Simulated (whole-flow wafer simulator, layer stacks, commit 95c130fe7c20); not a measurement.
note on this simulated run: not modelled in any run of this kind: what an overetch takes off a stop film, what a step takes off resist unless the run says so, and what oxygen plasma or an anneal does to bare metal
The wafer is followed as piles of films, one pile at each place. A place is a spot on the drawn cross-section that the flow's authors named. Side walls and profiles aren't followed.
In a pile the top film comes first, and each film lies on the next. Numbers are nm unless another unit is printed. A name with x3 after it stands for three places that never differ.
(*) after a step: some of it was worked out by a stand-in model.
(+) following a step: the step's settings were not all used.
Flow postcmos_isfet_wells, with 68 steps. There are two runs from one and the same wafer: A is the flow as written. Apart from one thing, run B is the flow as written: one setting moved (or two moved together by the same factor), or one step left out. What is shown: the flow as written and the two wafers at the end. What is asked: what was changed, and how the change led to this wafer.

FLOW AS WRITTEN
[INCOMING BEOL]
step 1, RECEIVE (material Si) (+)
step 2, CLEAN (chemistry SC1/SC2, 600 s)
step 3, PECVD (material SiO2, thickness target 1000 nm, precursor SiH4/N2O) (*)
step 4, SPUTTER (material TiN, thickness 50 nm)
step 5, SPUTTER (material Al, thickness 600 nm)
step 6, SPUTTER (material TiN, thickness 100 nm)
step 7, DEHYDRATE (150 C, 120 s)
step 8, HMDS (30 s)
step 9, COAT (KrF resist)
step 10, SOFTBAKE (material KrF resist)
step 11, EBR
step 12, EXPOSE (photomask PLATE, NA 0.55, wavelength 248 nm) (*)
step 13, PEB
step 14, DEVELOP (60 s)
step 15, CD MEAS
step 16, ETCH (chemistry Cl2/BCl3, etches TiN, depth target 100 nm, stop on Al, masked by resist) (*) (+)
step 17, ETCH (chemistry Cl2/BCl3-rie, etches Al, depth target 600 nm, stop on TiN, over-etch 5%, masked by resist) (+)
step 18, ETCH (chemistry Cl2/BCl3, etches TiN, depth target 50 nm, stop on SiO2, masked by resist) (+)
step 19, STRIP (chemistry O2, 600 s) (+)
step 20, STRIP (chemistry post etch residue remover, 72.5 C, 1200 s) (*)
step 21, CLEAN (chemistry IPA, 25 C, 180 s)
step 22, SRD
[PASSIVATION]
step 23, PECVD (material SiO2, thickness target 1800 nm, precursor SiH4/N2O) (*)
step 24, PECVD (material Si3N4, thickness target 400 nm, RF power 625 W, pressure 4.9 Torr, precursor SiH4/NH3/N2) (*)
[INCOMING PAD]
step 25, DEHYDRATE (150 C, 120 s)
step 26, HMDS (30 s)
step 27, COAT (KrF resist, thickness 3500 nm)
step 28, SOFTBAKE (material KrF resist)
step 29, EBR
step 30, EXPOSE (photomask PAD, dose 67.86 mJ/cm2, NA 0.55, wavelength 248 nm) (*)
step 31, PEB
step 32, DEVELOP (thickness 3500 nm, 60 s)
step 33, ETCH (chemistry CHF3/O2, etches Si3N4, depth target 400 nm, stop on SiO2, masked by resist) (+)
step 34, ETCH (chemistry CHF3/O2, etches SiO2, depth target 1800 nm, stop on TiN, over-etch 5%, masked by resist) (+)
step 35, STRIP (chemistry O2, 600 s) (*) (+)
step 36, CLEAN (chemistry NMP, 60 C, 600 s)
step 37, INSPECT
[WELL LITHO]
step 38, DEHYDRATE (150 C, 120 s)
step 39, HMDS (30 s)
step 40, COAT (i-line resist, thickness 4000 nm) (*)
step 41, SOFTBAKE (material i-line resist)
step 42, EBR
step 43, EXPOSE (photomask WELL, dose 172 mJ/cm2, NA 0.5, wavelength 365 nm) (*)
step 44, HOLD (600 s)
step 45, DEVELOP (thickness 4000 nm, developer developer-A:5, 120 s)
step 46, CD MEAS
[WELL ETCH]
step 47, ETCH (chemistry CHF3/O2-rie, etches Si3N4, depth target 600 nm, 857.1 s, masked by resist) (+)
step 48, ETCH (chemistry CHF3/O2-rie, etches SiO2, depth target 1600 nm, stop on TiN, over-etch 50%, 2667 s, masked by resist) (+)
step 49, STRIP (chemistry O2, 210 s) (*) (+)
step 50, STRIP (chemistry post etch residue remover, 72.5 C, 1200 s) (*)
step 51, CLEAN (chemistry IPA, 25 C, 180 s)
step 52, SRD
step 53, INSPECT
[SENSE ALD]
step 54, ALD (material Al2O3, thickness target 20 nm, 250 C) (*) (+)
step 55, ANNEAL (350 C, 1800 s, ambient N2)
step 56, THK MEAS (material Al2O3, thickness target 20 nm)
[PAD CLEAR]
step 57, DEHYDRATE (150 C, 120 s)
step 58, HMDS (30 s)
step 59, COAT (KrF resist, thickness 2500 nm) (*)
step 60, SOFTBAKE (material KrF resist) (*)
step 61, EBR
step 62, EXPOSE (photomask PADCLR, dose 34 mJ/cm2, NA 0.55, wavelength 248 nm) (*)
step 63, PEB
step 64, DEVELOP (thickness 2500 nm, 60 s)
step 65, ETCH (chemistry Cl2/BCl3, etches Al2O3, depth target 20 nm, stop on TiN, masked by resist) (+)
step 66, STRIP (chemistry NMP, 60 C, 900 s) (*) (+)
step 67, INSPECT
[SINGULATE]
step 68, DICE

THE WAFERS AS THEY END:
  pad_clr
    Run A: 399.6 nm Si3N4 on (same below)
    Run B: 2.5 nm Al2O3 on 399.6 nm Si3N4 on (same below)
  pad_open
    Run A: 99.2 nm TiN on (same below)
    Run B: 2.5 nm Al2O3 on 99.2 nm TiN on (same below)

Cause: step 65, ETCH: depth target 17.5 nm was run, whereas the flow has depth target 20 nm.

How this came from the change, step by step:
  step 65, ETCH (chemistry Cl2/BCl3, etches Al2O3, depth target 20 nm, stop on TiN, masked by resist) (+)
      pad_clr, pad_open: A -20 Al2O3 (all of it) | B -17.5 Al2O3
      field, margin, pad_rim: A -25 KrF resist | B -21.9 KrF resist
